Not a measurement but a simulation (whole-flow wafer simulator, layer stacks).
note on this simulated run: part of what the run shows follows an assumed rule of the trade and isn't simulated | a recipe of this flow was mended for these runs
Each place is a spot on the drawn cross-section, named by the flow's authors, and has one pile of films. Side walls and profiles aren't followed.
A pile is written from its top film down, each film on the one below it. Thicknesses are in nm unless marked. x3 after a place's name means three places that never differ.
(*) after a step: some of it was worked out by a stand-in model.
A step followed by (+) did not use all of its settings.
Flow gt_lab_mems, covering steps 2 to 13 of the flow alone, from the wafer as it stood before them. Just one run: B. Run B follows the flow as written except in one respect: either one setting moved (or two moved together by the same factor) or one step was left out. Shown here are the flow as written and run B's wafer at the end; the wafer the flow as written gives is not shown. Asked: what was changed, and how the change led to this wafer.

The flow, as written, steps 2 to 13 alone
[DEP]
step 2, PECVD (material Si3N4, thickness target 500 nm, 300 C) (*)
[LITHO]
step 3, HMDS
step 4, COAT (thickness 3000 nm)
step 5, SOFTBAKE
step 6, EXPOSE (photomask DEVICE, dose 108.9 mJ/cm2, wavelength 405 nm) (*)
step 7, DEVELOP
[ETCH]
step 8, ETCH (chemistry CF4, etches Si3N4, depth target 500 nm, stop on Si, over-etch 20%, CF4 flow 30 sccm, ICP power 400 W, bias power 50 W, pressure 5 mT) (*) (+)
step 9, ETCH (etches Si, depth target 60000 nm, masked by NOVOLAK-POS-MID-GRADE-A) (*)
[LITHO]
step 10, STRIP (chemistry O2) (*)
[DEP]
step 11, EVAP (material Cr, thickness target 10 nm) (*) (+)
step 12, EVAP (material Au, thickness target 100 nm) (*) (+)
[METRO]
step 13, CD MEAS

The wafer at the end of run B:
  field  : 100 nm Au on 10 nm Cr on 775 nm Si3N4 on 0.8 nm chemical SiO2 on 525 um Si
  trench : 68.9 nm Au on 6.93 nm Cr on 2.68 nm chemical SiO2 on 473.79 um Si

What caused this: step 2, PECVD: thickness target 775 nm was run, though the flow has thickness target 500 nm.
One can read it off the wafer: field has Si3N4 775, and step 2 as written asks for 500 nm.

Step by step, how the change led to this:
  step 2, PECVD (material Si3N4, thickness target 500 nm, 300 C) (*)
      field, trench: +775 Si3N4 (new film) (it would be, as written: +500 Si3N4 (new film))
  step 8, ETCH (chemistry CF4, etches Si3N4, depth target 500 nm, stop on Si, over-etch 20%, CF4 flow 30 sccm, ICP power 400 W, bias power 50 W, pressure 5 mT) (*) (+)
      trench: -600 Si3N4 (it would be, as written: -500 Si3N4 (all of it), -0.8 chemical SiO2 (all of it), -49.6 Si)
  step 9, ETCH (etches Si, depth target 60000 nm, masked by NOVOLAK-POS-MID-GRADE-A) (*)
      trench: -175 Si3N4 (all of it), -0.8 chemical SiO2 (all of it), -51.21 um Si (it would be, as written: -59.96 um Si)
  step 12, EVAP (material Au, thickness target 100 nm) (*) (+)
      trench: +68.9 Au (new film) (it would be, as written: +64.1 Au (new film))
